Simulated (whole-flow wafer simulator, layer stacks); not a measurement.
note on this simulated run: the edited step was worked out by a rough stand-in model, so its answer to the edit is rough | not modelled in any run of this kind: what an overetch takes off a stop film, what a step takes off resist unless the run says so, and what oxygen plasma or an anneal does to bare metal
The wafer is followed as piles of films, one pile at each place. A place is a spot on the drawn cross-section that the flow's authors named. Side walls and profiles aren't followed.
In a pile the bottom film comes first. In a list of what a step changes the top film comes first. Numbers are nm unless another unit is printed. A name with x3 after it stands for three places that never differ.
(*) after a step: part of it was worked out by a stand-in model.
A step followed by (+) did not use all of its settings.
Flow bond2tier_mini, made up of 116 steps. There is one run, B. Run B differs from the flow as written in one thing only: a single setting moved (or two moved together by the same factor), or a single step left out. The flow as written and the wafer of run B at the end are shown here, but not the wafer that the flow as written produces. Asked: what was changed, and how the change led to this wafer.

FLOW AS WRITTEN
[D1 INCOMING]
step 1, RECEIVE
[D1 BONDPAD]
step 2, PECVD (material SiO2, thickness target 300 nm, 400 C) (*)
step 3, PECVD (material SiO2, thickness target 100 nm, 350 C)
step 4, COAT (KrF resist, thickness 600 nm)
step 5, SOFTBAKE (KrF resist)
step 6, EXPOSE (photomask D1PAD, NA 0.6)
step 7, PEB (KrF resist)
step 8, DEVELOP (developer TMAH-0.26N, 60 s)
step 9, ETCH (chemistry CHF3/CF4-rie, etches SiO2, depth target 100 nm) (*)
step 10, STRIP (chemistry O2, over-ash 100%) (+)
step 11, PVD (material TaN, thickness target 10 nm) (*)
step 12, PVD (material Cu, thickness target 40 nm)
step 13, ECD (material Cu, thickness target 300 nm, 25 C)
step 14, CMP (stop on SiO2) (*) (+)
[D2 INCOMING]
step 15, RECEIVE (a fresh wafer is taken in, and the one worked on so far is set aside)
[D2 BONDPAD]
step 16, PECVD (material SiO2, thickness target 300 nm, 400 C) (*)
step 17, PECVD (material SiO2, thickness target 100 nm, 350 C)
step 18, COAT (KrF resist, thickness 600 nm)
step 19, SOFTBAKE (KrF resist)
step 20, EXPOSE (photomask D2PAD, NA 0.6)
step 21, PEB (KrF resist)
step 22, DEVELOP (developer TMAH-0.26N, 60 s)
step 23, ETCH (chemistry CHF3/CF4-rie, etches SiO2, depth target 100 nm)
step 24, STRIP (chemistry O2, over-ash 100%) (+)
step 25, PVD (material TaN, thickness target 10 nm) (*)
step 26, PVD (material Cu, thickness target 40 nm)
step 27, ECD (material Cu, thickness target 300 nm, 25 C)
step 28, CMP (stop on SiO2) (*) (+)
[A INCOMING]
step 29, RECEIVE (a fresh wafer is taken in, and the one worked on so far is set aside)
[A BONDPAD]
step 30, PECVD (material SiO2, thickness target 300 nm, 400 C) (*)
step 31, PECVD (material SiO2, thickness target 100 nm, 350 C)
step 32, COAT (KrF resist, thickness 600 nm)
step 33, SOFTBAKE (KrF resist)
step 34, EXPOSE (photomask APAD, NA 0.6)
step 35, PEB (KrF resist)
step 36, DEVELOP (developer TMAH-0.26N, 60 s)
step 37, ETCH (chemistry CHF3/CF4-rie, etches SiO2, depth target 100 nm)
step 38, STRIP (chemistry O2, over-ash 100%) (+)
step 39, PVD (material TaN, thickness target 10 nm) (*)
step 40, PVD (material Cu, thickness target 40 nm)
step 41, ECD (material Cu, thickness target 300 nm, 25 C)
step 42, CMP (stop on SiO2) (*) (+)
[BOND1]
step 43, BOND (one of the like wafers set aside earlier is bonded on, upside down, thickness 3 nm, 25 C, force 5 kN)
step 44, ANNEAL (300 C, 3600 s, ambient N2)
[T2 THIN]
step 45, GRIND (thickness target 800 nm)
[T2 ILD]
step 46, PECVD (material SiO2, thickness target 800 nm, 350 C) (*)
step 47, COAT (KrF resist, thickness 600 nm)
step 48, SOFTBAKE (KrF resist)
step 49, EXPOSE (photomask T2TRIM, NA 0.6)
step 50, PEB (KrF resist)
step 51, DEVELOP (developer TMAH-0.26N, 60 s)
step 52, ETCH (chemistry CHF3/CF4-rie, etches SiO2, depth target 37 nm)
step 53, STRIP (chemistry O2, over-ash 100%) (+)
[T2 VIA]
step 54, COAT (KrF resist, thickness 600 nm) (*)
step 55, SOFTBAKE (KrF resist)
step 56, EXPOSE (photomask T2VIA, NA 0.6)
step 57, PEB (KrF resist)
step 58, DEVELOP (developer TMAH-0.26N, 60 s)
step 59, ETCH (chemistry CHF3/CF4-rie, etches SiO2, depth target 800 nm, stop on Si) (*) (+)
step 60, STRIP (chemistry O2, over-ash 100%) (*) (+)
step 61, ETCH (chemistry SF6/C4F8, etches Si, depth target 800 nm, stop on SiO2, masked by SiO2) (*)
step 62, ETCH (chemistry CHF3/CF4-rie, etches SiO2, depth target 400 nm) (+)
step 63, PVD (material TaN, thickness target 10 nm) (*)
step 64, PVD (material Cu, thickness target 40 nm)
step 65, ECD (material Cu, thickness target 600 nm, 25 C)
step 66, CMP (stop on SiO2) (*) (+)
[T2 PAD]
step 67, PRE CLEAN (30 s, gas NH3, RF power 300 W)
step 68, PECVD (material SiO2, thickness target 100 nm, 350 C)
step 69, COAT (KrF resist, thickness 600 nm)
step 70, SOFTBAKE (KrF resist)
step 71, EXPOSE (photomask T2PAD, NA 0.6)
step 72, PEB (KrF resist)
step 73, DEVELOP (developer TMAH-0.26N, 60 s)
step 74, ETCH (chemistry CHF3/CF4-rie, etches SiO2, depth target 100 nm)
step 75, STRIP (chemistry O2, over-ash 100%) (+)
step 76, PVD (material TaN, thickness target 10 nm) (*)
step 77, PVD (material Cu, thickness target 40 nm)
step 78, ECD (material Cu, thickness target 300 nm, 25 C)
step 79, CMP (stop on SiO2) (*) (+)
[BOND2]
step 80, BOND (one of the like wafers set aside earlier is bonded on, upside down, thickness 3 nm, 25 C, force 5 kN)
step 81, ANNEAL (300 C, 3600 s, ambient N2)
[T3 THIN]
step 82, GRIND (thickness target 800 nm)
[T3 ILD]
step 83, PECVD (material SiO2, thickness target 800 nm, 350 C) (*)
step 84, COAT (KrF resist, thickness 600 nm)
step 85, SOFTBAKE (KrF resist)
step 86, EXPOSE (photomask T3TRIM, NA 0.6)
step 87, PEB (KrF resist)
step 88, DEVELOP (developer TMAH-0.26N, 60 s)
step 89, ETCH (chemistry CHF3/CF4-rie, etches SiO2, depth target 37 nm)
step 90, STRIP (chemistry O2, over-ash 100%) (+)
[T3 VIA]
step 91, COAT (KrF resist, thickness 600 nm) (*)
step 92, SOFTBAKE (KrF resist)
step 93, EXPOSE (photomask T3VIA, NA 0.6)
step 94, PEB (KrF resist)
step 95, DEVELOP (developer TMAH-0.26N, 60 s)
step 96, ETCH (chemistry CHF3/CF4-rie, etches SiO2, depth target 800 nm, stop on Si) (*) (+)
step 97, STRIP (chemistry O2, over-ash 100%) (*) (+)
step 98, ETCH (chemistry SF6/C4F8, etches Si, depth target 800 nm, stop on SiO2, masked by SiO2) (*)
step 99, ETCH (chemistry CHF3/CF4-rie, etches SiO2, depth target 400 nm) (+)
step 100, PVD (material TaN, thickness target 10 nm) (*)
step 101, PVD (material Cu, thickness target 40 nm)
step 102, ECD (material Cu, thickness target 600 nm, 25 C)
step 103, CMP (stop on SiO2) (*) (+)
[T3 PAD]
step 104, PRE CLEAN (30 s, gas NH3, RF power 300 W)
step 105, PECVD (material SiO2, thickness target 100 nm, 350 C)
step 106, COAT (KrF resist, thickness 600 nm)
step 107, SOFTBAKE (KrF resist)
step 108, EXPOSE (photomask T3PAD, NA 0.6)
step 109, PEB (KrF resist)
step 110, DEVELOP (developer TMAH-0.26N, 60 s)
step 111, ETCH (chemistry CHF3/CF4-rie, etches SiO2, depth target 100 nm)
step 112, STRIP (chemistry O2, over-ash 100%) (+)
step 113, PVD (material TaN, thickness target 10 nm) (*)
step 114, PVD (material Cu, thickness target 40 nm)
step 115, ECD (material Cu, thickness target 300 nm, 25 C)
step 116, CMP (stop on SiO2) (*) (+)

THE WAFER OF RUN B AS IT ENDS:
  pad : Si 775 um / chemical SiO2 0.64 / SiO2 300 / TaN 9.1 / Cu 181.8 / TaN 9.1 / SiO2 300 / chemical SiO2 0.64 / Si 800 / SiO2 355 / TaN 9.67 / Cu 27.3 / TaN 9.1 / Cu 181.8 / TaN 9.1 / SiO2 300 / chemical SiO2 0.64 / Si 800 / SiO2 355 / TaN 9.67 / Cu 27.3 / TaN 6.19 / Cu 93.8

What caused this: step 113, PVD: thickness target 6.8 nm was run, whereas the flow has thickness target 10 nm.

Step by step, how the change led to this:
  step 113, PVD (material TaN, thickness target 10 nm) (*)
      field: +6.8 TaN (new film) (in the flow as written it would be: +10 TaN (new film))
      pad: +6.19 TaN (new film) (in the flow as written it would be: +9.1 TaN (new film))
  step 116, CMP (stop on SiO2) (*) (+)
      field: -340 Cu (all of it), -6.8 TaN (all of it) (in the flow as written it would be: -340 Cu (all of it), -10 TaN (all of it))
